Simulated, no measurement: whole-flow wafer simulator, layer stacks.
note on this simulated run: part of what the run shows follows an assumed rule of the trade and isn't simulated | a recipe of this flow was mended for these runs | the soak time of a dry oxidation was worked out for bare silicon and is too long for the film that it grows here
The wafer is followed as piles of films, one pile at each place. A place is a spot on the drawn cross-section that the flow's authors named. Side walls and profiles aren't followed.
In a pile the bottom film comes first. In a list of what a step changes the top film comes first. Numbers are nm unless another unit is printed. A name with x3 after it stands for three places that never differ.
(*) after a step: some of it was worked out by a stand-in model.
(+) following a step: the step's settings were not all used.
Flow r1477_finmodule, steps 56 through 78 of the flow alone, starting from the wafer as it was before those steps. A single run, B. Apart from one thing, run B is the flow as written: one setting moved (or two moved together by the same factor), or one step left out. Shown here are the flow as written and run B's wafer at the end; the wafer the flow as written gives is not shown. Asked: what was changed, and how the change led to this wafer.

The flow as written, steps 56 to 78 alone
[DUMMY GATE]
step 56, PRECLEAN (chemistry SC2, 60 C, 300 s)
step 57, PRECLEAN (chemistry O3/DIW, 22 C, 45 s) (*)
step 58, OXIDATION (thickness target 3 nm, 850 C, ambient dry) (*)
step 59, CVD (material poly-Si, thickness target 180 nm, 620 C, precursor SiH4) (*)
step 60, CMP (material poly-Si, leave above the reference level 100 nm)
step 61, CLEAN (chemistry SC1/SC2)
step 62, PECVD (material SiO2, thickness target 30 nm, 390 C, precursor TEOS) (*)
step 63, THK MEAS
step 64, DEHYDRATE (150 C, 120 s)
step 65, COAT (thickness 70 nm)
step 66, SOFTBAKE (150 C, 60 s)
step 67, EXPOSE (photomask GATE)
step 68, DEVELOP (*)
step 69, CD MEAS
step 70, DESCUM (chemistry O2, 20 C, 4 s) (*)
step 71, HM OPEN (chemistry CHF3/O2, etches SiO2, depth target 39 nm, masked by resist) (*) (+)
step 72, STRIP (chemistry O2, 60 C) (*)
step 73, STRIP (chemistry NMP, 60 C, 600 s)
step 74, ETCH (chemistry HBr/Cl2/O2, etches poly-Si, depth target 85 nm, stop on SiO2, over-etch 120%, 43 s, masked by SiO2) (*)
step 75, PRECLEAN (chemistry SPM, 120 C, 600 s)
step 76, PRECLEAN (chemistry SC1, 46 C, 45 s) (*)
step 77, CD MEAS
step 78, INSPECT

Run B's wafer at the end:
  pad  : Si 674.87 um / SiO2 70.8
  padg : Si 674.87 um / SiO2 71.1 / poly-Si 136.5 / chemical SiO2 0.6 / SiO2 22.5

Cause: step 59, CVD: thickness target 136.8 nm was run, while the flow as written has thickness target 180 nm.

How this came from the change, step by step:
  step 59, CVD (material poly-Si, thickness target 180 nm, 620 C, precursor SiH4) (*)
      esg x6, s40cg x3, eso x6, s40co x3: poly-Si gains 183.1 (new film) (as written it would have been: poly-Si gains 226.3 (new film))
      pad, padg, elg x7, elo x7: poly-Si gains 136.8 (new film) (as written it would have been: poly-Si gains 180 (new film))
      (also at 2 further places)
  step 60, CMP (material poly-Si, leave above the reference level 100 nm)
      pad, padg: nothing (as written it would have been: poly-Si loses 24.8)
      elg x7, esg x6, s40cg x3, elo x7, eso x6, s40co x3: poly-Si loses 36.8 (as written it would have been: poly-Si loses 80)
      (also at 2 further places)
  step 74, ETCH (chemistry HBr/Cl2/O2, etches poly-Si, depth target 85 nm, stop on SiO2, over-etch 120%, 43 s, masked by SiO2) (*)
      pad: chemical SiO2 loses 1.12 (all of it), poly-Si loses 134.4 (all of it), SiO2 loses 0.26 (as written it would have been: chemical SiO2 loses 1.12 (all of it), poly-Si loses 152.8 (all of it), SiO2 loses 0.17)
